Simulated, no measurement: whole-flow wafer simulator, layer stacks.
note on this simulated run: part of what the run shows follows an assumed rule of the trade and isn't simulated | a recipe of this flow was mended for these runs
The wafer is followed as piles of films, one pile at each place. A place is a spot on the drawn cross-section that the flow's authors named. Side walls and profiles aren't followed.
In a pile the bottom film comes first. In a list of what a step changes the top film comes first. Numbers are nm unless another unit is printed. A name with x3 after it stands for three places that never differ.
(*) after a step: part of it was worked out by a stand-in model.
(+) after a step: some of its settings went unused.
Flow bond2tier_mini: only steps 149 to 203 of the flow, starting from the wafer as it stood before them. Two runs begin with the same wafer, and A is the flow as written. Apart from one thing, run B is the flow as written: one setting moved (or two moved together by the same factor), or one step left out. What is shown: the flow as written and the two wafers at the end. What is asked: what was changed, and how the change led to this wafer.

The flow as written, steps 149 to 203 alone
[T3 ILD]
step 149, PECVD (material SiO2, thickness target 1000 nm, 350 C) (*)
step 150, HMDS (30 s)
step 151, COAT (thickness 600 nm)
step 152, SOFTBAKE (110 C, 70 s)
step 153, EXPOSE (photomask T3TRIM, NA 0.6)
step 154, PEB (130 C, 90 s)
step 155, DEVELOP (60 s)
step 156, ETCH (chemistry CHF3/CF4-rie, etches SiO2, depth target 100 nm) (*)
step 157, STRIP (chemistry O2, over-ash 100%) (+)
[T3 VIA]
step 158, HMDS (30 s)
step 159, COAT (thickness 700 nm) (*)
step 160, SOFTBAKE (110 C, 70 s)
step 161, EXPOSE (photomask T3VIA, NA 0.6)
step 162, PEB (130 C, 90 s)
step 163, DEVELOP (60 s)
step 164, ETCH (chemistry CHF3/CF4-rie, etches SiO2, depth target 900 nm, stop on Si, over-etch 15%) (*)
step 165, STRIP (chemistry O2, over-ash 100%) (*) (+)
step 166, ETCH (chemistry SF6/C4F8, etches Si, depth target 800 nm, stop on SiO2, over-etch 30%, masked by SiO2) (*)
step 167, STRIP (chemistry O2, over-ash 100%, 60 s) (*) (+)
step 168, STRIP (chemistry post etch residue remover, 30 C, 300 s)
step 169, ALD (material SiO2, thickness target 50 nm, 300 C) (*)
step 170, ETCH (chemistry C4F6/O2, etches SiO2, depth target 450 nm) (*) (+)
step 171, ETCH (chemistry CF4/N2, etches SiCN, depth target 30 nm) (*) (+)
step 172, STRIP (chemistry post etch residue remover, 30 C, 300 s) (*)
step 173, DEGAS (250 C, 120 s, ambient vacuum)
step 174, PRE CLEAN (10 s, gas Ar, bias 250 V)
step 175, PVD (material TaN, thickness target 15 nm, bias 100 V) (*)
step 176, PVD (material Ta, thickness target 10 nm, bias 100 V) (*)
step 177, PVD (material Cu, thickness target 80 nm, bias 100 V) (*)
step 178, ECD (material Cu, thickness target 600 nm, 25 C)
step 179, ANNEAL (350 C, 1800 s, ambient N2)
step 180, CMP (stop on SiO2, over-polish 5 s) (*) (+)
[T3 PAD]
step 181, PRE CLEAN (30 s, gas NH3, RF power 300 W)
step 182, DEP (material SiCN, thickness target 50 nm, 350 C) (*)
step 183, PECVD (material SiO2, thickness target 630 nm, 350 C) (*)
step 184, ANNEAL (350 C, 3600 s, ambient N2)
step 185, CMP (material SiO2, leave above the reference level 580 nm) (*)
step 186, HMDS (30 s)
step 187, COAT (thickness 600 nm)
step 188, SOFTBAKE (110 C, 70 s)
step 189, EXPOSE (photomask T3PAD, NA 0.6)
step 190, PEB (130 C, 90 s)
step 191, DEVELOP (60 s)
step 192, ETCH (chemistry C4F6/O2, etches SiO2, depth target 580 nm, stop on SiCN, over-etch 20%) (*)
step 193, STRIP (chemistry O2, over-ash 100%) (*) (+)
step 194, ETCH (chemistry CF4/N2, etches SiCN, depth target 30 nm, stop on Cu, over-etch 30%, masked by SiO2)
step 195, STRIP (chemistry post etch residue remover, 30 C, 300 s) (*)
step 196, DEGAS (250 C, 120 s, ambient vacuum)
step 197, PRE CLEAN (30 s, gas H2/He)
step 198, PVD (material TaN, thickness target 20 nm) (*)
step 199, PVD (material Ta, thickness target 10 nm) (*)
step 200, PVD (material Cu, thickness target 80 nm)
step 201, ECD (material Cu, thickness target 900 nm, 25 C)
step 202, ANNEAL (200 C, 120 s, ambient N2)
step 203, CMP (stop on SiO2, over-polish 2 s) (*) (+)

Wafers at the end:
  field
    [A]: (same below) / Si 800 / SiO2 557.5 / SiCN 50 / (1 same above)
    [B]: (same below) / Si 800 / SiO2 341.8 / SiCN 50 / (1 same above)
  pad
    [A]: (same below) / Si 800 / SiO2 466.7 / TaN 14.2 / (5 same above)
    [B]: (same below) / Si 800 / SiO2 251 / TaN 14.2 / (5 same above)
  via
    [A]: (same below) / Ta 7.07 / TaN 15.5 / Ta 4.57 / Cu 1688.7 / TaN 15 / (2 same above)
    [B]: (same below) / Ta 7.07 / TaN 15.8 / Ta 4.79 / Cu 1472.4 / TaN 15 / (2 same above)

Cause: step 149, PECVD: thickness target 784 nm was run, whereas the flow has thickness target 1000 nm.

How this came from the change, step by step:
  step 149, PECVD (material SiO2, thickness target 1000 nm, 350 C) (*)
      field, pad, via: A +1000 SiO2 (new film) | B +784 SiO2 (new film)
  step 164, ETCH (chemistry CHF3/CF4-rie, etches SiO2, depth target 900 nm, stop on Si, over-etch 15%) (*)
      field, pad: A -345 thick-KrF-resist | B -262.2 thick-KrF-resist
      via: A -900 SiO2 (all of it), -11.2 Si | B -684 SiO2 (all of it), -29.2 Si
  step 165, STRIP (chemistry O2, over-ash 100%) (*) (+)
      field: A -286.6 thick-KrF-resist (all of it) | B -369.4 thick-KrF-resist (all of it)
      pad: A -372.9 thick-KrF-resist (all of it) | B -455.7 thick-KrF-resist (all of it)
  step 166, ETCH (chemistry SF6/C4F8, etches Si, depth target 800 nm, stop on SiO2, over-etch 30%, masked by SiO2) (*)
      via: A -788.8 Si (all of it), -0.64 chemical SiO2 (all of it), -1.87 SiO2 | B -770.8 Si (all of it), -0.64 chemical SiO2 (all of it), -2.05 SiO2
  step 177, PVD (material Cu, thickness target 80 nm, bias 100 V) (*)
      via: A +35 Cu (new film) | B +36.8 Cu (new film)
  step 178, ECD (material Cu, thickness target 600 nm, 25 C)
      via: A +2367 Cu | B +2148.9 Cu
